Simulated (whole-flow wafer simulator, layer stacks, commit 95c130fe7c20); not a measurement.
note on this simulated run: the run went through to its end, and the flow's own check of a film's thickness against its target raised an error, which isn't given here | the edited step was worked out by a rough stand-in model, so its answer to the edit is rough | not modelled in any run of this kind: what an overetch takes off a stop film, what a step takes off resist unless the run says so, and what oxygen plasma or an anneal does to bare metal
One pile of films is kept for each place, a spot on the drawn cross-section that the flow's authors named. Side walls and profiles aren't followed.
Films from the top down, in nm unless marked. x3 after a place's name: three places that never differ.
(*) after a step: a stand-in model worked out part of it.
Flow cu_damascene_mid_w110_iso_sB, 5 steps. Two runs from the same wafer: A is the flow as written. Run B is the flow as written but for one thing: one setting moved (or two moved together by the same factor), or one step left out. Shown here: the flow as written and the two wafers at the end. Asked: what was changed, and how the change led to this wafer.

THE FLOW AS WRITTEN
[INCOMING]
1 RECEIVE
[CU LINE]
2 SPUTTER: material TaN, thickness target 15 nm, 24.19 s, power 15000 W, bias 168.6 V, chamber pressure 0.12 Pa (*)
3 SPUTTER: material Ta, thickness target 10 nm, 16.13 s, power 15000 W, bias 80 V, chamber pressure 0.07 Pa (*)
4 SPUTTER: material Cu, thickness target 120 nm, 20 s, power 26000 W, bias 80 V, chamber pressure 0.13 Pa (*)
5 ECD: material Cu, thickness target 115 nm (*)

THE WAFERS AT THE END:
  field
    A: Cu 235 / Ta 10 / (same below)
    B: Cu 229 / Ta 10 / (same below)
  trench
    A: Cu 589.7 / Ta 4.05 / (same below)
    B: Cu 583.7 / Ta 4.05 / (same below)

The cause: step 4, SPUTTER: thickness target 114 nm was run, where the flow has thickness target 120 nm; step 4, SPUTTER: 19 s was run, where the flow has 20 s.

How the change led to this, step by step:
  4 SPUTTER: material Cu, thickness target 120 nm, 20 s, power 26000 W, bias 80 V, chamber pressure 0.13 Pa (*)
      field: A Cu +120 (new film) | B Cu +114 (new film)
      trench: A Cu +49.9 (new film) | B Cu +47.4 (new film)
